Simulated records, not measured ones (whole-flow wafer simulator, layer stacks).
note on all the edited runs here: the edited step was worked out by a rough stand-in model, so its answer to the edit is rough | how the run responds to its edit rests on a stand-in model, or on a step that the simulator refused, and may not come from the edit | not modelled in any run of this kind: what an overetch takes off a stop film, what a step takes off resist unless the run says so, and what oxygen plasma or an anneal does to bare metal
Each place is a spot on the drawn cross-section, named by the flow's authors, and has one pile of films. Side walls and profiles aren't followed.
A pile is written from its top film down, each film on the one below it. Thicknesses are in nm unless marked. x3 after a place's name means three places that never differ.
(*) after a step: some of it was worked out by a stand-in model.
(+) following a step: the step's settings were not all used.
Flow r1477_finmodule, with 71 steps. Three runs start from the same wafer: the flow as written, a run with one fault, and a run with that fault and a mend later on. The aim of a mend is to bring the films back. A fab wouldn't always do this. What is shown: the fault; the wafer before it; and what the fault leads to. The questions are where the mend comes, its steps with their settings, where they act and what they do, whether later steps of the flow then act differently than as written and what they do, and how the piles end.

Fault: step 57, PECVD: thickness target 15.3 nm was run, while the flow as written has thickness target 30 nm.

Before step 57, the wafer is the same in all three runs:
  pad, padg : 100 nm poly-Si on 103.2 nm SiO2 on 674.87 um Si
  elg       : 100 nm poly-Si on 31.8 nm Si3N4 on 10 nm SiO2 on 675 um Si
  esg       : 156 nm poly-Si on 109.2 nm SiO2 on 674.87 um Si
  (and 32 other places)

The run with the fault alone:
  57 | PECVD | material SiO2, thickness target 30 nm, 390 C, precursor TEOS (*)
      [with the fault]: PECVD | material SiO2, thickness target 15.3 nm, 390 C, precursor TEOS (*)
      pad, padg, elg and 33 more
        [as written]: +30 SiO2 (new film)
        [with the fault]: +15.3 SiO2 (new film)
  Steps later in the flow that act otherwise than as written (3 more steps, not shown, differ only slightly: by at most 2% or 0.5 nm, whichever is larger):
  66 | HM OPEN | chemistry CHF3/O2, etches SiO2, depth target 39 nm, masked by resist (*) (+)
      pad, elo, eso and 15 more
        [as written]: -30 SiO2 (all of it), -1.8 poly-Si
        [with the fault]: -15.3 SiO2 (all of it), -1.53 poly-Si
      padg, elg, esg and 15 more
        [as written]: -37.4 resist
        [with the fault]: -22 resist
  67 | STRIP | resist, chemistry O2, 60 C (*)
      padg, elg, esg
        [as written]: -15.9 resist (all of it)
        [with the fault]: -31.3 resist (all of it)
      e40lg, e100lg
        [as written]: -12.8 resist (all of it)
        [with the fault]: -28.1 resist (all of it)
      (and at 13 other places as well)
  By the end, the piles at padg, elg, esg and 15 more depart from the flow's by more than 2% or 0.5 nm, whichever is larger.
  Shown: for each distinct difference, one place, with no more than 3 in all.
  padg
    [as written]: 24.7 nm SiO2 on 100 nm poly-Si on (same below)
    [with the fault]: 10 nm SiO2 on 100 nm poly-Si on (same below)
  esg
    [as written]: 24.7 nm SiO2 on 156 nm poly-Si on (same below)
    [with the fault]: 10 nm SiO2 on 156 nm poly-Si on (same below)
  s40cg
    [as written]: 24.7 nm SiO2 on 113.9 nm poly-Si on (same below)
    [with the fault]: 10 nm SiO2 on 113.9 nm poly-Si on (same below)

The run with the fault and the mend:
  After step 64 comes the mend.
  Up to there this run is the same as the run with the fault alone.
  64a | STRIP | resist, chemistry O2, 60 C
      padg, elg, esg
        -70 resist (all of it)
      e40lg, e100lg, e200lg
        -66.9 resist (all of it)
      s40sg, s45sg
        -91 resist (all of it)
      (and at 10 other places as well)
  64b | PECVD | material SiO2, thickness target 14.7 nm, 390 C, precursor TEOS (*) (the flow's step 57, run once more with other settings)
      pad, padg, elg and 33 more
        +14.7 SiO2
  64c | COAT | resist, thickness 70 nm (*) (the flow's step 60, run once more)
      e40lg, e100lg, e200lg, elo, e40lo, e100lo, e200lo
        +66.9 resist (new film)
      pad, padg, elg, esg
        +70 resist (new film)
      s40sg, s45sg, s40so, s45so
        +91 resist (new film)
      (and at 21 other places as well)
  64d | SOFTBAKE | 180 C, 180 s (*) (the flow's step 61, run once more)
      does not change any film at any place that is followed
  64e | EXPOSE | resist, photomask GATE (the flow's step 62, run once more)
      does not change any film at any place that is followed
  64f | DEVELOP (*) (the flow's step 63, run once more)
      elo, e40lo, e100lo, e200lo
        -66.9 resist (all of it)
      eso, e40so
        -129.5 resist (all of it)
      s40so, s45so
        -91 resist (all of it)
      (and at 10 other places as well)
  Every later step of the flow that is run acts as written at every place that is followed.
  At every place that both follow, the piles at the end match the flow's.
